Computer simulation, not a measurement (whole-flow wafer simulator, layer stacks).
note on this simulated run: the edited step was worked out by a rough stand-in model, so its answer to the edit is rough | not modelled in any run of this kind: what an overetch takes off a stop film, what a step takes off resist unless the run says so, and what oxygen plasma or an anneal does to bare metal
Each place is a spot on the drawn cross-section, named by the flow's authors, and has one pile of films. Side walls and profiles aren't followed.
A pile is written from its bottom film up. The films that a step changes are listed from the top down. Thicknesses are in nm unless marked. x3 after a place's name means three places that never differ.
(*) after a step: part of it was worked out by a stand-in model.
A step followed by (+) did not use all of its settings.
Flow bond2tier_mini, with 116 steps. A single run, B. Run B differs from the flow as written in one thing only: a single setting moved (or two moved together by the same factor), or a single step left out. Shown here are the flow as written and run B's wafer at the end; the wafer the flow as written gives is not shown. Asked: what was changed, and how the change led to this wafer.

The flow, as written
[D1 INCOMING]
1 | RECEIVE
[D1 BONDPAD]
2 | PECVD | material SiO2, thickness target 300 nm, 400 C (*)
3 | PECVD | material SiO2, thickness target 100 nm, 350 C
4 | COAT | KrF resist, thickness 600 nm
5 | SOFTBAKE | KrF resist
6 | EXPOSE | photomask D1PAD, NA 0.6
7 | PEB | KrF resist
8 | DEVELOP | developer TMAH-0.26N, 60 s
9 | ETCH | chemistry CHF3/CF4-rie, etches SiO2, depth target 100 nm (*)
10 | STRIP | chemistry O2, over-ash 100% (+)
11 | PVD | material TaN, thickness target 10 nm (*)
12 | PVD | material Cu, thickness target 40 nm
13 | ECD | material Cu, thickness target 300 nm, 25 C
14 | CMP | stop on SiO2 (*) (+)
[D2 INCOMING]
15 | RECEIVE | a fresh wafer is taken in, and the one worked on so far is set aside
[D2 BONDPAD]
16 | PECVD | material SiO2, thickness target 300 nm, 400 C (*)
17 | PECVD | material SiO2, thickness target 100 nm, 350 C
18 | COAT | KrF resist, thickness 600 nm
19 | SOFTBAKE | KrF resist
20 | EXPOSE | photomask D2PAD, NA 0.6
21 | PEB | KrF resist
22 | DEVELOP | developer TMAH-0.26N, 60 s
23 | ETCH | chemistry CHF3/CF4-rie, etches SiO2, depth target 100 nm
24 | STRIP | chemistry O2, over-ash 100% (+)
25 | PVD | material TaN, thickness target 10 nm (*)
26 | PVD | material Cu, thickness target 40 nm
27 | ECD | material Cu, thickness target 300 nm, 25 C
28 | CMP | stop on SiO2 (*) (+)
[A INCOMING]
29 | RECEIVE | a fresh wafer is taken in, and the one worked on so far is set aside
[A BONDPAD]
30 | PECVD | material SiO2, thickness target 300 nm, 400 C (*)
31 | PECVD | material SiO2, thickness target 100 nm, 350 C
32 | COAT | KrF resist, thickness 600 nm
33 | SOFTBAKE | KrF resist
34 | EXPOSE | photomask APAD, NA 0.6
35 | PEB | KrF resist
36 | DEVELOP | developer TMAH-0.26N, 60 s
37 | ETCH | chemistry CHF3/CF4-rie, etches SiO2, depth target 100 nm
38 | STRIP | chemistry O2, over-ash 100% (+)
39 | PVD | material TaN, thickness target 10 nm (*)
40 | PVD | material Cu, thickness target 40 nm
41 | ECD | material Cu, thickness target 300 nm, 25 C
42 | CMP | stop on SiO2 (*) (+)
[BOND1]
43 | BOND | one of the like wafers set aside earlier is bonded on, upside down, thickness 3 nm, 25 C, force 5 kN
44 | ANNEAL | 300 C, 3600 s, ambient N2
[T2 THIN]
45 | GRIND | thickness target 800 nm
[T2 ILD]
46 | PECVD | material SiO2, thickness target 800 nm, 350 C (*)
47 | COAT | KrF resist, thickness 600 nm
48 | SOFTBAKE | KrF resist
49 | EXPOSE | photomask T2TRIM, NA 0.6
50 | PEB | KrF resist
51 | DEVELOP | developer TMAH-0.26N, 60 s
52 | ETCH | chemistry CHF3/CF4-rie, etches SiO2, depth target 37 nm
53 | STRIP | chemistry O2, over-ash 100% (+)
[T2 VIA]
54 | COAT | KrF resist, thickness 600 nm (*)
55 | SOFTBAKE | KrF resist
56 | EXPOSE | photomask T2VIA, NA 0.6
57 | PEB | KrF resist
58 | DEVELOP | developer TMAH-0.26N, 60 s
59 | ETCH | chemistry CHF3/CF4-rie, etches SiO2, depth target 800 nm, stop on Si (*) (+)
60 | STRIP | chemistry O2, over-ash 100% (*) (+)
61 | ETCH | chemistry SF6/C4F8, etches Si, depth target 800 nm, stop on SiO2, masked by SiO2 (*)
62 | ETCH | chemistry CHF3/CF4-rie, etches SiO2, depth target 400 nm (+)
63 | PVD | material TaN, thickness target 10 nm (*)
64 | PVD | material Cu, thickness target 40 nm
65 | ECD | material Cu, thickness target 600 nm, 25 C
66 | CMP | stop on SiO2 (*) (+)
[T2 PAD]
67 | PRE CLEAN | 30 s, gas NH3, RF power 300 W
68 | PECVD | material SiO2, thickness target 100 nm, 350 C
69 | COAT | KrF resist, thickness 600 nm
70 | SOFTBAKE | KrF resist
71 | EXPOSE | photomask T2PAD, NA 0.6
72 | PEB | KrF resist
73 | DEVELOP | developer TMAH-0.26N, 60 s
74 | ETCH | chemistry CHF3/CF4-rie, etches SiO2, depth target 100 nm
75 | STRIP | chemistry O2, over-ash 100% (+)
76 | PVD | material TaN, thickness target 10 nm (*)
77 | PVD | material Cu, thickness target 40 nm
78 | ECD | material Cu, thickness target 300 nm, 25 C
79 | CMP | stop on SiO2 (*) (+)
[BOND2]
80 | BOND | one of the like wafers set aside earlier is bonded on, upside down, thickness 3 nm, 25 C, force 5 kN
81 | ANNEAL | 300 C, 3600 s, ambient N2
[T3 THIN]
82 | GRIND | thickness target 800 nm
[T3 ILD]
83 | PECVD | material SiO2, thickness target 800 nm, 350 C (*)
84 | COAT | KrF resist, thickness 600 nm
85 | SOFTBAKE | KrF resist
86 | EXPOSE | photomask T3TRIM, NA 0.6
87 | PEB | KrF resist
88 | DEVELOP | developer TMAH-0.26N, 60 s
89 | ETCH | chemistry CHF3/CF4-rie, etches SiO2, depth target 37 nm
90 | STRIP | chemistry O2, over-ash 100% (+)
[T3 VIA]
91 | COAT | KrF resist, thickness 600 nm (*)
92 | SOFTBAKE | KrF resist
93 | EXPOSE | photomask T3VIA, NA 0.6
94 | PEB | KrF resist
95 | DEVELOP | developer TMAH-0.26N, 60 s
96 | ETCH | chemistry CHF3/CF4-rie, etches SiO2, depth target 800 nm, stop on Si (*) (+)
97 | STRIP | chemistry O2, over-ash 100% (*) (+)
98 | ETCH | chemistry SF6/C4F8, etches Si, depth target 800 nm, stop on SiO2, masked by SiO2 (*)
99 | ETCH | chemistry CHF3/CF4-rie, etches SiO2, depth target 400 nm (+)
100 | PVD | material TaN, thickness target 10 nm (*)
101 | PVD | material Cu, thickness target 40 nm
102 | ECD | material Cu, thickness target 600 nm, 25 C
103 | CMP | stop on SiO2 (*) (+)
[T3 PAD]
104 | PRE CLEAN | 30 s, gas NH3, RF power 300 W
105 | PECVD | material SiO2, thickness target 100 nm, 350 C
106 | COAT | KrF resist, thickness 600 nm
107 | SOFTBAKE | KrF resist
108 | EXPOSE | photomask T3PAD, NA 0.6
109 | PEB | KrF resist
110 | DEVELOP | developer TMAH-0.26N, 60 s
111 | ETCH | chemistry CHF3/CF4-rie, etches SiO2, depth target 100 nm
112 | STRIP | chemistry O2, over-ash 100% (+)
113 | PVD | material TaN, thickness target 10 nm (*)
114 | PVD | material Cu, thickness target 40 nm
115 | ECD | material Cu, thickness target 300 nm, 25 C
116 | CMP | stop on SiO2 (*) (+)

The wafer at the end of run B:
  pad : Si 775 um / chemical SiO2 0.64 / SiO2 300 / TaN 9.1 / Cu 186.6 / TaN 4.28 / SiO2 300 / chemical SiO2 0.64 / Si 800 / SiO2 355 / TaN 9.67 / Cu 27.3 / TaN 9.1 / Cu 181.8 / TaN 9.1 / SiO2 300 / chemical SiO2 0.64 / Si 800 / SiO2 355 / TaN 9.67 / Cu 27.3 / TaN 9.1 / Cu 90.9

Cause: step 11, PVD: thickness target 4.7 nm was run, though the flow has thickness target 10 nm.

Step by step, how the change led to this:
  11 | PVD | material TaN, thickness target 10 nm (*)
      field: TaN gains 4.7 (new film) (as written it would have been: TaN gains 10 (new film))
      pad: TaN gains 4.28 (new film) (as written it would have been: TaN gains 9.1 (new film))
      (and at 1 other place as well)
  14 | CMP | stop on SiO2 (*) (+)
      field: Cu loses 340 (all of it), TaN loses 4.7 (all of it) (as written it would have been: Cu loses 340 (all of it), TaN loses 10 (all of it))
  43 | BOND | one of the like wafers set aside earlier is bonded on, upside down, thickness 3 nm, 25 C, force 5 kN
      pad: Si gains 775 um (new film), chemical SiO2 gains 0.64 (new film), SiO2 gains 300 (new film), TaN gains 4.28 (new film), Cu gains 95.7 (as written it would have been: Si gains 775 um (new film), chemical SiO2 gains 0.64 (new film), SiO2 gains 300 (new film), TaN gains 9.1 (new film), Cu gains 90.9)
      via: Si gains 775 um (new film), chemical SiO2 gains 0.64 (new film), SiO2 gains 300 (new film), TaN gains 4.69 (new film), Cu gains 95.3 (as written it would have been: Si gains 775 um (new film), chemical SiO2 gains 0.64 (new film), SiO2 gains 300 (new film), TaN gains 9.97 (new film), Cu gains 90)
